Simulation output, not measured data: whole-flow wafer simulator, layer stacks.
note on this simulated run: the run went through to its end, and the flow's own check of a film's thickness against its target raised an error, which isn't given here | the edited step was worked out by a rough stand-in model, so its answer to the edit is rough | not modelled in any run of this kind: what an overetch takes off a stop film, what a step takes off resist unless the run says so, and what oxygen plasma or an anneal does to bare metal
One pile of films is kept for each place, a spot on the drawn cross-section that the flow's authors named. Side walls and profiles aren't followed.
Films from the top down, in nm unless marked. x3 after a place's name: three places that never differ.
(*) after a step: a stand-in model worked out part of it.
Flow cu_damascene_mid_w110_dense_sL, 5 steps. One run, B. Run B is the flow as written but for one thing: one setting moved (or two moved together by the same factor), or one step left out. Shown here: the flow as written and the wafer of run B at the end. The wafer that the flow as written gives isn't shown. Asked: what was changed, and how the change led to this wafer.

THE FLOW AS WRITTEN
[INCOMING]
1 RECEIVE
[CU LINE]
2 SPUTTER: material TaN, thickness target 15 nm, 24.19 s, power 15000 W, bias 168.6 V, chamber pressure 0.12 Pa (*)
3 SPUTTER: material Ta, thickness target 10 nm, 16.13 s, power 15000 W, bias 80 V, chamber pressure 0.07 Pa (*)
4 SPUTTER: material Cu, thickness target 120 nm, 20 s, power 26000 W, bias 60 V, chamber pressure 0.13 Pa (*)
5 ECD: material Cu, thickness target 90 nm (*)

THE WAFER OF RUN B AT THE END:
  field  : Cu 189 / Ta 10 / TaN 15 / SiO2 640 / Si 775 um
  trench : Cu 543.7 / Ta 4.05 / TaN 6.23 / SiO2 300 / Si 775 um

The cause: step 4, SPUTTER: thickness target 99 nm was run, where the flow has thickness target 120 nm; step 4, SPUTTER: 16.5 s was run, where the flow has 20 s.

How the change led to this, step by step:
  4 SPUTTER: material Cu, thickness target 120 nm, 20 s, power 26000 W, bias 60 V, chamber pressure 0.13 Pa (*)
      field: Cu +99 (new film) (as written it would be: Cu +120 (new film))
      trench: Cu +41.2 (new film) (as written it would be: Cu +49.9 (new film))
  5 ECD: material Cu, thickness target 90 nm (*)
      trench: Cu +502.5 (as written it would be: Cu +514.8)
